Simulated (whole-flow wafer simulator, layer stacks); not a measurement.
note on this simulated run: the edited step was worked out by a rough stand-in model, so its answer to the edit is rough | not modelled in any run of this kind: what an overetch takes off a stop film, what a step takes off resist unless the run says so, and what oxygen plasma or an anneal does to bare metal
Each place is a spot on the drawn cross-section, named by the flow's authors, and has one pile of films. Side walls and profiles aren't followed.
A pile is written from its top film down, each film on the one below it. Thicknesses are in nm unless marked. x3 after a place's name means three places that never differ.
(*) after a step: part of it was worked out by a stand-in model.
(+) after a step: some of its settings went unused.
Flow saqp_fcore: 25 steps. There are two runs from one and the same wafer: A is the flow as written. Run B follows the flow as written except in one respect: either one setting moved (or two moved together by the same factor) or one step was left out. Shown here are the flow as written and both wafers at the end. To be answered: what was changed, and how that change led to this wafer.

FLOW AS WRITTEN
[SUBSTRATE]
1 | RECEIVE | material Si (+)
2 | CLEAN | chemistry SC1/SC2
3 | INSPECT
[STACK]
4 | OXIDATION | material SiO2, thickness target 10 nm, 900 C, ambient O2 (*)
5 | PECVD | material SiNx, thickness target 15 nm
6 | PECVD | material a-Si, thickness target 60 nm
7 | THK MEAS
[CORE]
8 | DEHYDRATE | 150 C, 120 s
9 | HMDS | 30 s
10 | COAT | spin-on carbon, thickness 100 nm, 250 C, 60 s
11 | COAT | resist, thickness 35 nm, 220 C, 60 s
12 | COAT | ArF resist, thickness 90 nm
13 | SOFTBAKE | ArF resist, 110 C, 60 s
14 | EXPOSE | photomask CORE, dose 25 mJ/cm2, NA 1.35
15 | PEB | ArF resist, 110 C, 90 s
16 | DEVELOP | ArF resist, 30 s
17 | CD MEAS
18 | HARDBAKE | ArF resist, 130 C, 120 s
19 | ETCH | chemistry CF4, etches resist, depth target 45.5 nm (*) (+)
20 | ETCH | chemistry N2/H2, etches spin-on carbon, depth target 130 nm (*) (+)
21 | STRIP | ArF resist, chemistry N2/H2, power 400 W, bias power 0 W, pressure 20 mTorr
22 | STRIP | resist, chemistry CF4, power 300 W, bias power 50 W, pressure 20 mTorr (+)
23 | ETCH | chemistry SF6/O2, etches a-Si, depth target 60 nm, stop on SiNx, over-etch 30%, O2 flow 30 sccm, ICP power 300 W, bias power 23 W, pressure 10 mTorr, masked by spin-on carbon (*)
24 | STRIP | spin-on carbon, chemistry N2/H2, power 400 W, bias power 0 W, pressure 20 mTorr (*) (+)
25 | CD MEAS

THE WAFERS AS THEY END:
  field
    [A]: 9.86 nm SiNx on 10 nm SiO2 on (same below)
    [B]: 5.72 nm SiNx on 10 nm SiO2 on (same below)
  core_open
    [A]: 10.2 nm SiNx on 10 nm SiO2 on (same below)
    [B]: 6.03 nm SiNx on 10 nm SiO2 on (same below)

The reason: step 23, ETCH: depth target 85.5 nm was run, though the flow has depth target 60 nm.

The path from the change to this, step by step:
  23 | ETCH | chemistry SF6/O2, etches a-Si, depth target 60 nm, stop on SiNx, over-etch 30%, O2 flow 30 sccm, ICP power 300 W, bias power 23 W, pressure 10 mTorr, masked by spin-on carbon (*)
      field: A -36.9 a-Si (all of it), -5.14 SiNx | B -36.9 a-Si (all of it), -9.28 SiNx
      core_open: A -39.4 a-Si (all of it), -4.82 SiNx | B -39.4 a-Si (all of it), -8.97 SiNx
